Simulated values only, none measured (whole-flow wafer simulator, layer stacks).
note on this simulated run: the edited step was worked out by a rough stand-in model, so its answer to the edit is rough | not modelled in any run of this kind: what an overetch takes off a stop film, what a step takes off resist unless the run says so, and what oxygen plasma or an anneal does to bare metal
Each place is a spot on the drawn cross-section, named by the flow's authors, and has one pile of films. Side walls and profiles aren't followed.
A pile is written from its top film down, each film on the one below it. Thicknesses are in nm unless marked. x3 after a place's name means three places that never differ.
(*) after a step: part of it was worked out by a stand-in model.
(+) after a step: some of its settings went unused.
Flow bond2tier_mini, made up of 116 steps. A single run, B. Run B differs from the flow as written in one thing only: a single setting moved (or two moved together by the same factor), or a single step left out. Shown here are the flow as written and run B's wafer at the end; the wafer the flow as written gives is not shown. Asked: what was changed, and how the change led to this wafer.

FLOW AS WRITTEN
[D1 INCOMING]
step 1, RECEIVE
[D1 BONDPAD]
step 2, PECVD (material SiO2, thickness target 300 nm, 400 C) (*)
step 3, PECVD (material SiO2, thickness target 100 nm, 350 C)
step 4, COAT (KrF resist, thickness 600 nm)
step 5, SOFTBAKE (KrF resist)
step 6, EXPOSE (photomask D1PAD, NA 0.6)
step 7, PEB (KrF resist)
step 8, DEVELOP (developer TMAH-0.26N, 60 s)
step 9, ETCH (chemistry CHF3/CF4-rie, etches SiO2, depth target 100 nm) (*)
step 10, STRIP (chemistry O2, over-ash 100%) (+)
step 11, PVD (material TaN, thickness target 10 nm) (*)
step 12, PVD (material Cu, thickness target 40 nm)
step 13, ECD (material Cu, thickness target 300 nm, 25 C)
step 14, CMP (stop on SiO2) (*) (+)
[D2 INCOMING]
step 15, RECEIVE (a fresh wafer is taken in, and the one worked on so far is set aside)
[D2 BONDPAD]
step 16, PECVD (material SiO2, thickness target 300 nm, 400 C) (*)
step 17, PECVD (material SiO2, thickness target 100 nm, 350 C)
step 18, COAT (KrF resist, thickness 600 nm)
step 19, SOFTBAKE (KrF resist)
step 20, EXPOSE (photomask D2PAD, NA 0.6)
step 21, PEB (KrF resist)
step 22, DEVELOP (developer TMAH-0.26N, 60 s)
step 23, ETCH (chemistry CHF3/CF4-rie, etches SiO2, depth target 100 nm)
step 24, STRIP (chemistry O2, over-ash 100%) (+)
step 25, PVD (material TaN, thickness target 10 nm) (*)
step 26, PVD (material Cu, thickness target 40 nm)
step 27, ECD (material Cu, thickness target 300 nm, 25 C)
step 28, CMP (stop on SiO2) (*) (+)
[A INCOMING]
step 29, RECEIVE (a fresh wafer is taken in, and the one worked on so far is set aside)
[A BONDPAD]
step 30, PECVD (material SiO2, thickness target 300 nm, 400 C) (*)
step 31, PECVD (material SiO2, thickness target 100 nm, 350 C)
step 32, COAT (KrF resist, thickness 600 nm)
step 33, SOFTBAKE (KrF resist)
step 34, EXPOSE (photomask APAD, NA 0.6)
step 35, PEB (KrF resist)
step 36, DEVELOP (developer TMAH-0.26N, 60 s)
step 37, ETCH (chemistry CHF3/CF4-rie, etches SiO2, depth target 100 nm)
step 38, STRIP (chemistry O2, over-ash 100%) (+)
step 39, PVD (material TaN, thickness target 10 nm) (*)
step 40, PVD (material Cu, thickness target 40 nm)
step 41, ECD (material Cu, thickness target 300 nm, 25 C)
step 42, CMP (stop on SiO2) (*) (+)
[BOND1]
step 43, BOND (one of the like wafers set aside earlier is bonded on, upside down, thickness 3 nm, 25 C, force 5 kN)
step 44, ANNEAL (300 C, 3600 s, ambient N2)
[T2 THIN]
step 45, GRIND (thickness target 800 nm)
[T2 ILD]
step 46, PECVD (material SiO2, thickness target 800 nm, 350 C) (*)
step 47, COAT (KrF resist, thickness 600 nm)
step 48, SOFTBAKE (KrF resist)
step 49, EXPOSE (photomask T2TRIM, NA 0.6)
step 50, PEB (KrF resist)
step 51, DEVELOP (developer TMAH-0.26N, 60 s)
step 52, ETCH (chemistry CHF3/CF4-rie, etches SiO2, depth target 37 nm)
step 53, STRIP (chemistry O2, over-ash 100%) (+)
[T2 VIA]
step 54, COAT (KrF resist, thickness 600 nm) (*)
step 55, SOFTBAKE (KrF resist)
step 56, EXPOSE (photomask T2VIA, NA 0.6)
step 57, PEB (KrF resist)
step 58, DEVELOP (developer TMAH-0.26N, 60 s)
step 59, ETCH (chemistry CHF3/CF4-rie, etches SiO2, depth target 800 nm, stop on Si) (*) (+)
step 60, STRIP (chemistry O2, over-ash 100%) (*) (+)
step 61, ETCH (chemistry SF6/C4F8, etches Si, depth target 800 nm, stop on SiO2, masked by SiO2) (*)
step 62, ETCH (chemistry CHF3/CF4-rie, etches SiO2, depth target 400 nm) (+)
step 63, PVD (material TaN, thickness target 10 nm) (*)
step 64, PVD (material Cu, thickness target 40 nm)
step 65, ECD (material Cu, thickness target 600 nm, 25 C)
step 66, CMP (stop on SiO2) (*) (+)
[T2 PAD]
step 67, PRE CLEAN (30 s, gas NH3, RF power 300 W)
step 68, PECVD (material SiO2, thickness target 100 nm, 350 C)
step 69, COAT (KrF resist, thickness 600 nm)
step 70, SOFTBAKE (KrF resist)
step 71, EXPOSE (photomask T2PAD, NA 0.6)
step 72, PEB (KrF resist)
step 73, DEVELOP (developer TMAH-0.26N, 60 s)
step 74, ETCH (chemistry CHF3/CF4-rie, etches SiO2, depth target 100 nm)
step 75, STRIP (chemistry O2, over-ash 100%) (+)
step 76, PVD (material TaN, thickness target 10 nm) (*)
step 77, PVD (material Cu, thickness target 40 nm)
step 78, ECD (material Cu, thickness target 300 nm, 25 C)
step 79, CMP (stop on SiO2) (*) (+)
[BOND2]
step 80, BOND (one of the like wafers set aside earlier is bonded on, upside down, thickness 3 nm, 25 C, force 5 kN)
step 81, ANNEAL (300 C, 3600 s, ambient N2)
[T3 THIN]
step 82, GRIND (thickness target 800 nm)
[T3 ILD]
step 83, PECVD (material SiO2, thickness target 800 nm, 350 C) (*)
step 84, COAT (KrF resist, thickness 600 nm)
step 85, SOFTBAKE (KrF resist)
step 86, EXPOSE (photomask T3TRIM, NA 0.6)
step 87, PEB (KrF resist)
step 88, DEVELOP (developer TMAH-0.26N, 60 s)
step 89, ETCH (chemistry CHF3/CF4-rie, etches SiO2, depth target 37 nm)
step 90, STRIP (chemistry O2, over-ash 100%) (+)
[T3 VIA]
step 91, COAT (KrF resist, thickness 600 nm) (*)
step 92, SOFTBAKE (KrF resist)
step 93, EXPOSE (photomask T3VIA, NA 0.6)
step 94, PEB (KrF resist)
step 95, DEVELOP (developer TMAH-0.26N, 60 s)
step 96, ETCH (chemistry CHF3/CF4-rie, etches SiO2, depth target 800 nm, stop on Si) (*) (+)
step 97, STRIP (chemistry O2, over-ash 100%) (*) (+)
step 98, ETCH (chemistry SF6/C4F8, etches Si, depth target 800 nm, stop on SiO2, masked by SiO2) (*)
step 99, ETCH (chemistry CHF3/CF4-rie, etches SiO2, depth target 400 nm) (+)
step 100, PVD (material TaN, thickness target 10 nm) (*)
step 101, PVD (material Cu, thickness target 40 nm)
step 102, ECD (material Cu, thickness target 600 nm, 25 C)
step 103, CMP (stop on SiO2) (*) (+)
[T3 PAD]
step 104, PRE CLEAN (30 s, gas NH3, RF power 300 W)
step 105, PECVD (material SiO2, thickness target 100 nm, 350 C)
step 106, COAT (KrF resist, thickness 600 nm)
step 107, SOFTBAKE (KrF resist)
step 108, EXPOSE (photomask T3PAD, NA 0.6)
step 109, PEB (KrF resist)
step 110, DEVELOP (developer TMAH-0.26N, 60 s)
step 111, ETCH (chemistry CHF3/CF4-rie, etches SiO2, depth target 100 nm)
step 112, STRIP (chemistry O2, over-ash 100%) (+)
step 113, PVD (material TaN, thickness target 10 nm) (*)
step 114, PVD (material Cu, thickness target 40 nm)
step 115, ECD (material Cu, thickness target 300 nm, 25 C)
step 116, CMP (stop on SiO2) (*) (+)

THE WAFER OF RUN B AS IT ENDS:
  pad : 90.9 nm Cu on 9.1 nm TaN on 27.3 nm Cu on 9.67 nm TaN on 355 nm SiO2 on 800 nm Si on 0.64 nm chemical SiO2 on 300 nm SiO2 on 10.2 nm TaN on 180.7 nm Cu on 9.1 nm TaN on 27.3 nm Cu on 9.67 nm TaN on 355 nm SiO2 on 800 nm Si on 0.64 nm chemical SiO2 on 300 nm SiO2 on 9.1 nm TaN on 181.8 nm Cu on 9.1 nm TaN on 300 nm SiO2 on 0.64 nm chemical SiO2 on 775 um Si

Cause: step 25, PVD: thickness target 11.2 nm was run, though the flow has thickness target 10 nm.

How this came from the change, step by step:
  step 25, PVD (material TaN, thickness target 10 nm) (*)
      field: +11.2 TaN (new film) (as written it would have been: +10 TaN (new film))
      pad: +10.2 TaN (new film) (as written it would have been: +9.1 TaN (new film))
      (as well as at 1 more place)
  step 28, CMP (stop on SiO2) (*) (+)
      field: -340 Cu (all of it), -11.2 TaN (all of it) (as written it would have been: -340 Cu (all of it), -10 TaN (all of it))
  step 80, BOND (one of the like wafers set aside earlier is bonded on, upside down, thickness 3 nm, 25 C, force 5 kN)
      pad: +775 um Si (new film), +0.64 chemical SiO2 (new film), +300 SiO2 (new film), +10.2 TaN (new film), +89.8 Cu (as written it would have been: +775 um Si (new film), +0.64 chemical SiO2 (new film), +300 SiO2 (new film), +9.1 TaN (new film), +90.9 Cu)
